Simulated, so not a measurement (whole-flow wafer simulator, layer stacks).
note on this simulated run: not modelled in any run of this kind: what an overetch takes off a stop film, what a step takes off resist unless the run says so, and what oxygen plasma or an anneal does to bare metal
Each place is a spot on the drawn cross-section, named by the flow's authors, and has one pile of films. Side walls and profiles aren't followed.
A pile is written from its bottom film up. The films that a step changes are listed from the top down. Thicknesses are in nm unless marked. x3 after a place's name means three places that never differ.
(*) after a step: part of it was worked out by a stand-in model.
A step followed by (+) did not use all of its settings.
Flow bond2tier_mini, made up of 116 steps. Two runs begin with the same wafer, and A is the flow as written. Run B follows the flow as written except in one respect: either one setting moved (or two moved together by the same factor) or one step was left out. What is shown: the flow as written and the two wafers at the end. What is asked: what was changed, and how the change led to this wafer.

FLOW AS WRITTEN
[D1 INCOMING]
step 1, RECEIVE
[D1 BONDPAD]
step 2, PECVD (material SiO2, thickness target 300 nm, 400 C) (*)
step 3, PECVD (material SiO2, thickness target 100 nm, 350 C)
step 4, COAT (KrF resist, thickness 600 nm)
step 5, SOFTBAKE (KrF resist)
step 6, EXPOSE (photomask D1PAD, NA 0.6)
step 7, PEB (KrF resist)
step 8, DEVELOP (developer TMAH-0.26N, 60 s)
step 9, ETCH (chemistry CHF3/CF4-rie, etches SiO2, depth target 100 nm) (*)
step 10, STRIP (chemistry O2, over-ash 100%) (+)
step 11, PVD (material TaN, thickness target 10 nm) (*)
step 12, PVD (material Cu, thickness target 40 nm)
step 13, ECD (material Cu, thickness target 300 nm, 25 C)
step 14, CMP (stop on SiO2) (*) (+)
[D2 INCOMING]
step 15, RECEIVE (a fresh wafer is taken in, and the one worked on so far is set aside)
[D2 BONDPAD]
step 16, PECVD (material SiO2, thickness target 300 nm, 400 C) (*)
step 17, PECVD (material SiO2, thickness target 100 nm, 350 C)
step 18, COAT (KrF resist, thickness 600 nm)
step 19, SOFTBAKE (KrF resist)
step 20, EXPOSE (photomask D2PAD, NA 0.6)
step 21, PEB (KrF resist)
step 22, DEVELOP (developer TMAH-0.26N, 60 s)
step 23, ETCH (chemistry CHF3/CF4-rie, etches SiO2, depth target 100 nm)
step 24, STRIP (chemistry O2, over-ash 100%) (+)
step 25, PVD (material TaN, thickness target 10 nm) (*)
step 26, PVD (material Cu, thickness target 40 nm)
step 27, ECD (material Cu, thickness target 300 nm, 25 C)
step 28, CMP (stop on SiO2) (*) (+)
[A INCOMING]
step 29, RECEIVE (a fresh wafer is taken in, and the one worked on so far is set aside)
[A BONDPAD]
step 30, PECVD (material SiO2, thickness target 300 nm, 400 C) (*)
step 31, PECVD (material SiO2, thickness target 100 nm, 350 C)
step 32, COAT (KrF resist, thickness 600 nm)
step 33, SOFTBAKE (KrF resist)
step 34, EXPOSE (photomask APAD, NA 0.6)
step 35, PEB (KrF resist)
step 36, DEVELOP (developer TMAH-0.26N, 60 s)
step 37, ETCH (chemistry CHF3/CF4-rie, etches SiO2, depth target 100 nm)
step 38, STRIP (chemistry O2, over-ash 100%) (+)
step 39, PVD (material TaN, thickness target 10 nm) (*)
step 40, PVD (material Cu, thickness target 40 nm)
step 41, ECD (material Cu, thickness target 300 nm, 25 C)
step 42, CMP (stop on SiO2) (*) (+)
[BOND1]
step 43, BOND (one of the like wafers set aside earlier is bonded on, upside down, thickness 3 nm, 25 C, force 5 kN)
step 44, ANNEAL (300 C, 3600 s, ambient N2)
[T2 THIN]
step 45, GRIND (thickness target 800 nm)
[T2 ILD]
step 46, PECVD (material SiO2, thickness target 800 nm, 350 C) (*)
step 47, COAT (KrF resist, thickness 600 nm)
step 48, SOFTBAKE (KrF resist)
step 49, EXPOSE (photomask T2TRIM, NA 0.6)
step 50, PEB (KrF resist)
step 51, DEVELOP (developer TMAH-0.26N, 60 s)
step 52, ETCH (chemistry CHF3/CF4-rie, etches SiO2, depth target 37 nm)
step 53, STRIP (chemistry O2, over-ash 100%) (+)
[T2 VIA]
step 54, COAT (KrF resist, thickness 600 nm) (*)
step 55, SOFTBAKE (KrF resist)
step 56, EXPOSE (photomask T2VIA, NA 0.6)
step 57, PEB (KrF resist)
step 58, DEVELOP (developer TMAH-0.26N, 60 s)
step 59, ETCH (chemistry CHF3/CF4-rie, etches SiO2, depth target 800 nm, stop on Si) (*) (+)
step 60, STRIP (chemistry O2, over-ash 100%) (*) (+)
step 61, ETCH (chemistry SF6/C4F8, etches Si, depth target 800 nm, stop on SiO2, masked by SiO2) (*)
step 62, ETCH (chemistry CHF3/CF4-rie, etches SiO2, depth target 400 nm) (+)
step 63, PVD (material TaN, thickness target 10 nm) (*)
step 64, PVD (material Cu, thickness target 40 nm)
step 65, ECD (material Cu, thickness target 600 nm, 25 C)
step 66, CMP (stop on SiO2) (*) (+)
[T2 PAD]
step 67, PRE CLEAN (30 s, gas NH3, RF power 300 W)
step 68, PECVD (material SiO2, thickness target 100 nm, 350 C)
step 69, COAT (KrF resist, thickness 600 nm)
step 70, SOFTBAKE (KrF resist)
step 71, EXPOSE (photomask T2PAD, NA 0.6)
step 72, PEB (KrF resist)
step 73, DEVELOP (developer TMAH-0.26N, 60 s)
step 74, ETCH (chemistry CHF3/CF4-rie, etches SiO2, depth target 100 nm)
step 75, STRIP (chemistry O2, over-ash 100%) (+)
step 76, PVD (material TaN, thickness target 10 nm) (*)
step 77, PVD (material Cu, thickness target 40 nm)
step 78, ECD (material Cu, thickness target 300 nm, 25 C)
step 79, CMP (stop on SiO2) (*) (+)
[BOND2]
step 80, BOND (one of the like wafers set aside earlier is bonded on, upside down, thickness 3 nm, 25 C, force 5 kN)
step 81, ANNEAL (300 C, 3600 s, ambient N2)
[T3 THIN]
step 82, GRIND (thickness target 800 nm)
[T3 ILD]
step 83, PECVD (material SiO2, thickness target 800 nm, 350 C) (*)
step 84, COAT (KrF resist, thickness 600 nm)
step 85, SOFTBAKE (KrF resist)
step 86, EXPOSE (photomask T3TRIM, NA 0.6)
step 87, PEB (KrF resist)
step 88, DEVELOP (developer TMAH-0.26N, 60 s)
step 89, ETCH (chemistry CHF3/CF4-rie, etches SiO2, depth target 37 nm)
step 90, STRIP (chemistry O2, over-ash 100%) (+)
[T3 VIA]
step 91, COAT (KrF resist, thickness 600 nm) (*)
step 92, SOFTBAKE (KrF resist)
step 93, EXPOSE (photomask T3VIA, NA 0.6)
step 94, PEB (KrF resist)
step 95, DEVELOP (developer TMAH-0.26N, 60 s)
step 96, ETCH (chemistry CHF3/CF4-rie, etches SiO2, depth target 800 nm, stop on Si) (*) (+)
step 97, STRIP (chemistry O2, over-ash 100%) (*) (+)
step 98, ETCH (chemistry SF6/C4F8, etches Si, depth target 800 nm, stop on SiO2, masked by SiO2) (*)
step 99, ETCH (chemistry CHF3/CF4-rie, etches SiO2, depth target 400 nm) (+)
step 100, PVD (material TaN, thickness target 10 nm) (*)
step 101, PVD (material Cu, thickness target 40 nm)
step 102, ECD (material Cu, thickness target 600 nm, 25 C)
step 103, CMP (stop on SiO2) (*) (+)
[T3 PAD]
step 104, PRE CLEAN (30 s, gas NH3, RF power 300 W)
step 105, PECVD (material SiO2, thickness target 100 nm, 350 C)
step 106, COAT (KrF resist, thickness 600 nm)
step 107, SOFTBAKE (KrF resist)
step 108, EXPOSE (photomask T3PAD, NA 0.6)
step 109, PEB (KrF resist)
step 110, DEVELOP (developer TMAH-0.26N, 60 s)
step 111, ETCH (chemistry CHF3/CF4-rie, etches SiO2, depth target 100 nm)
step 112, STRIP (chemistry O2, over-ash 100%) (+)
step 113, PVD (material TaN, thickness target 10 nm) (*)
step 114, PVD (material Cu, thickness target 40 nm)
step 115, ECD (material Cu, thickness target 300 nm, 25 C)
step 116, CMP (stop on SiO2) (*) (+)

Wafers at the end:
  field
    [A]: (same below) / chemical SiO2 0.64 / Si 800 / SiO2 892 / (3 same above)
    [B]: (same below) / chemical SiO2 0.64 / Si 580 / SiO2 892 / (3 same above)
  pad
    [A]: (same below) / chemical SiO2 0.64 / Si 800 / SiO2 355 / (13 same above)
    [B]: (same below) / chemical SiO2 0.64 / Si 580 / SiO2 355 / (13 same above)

The reason: step 45, GRIND: thickness target 580 nm was run, while the flow as written has thickness target 800 nm.
The wafer lets one read it off: field has Si 580, and step 45 as written asks for 800 nm.

The path from the change to this, step by step:
  step 45, GRIND (thickness target 800 nm)
      field, pad, via: A -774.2 um Si | B -774.42 um Si
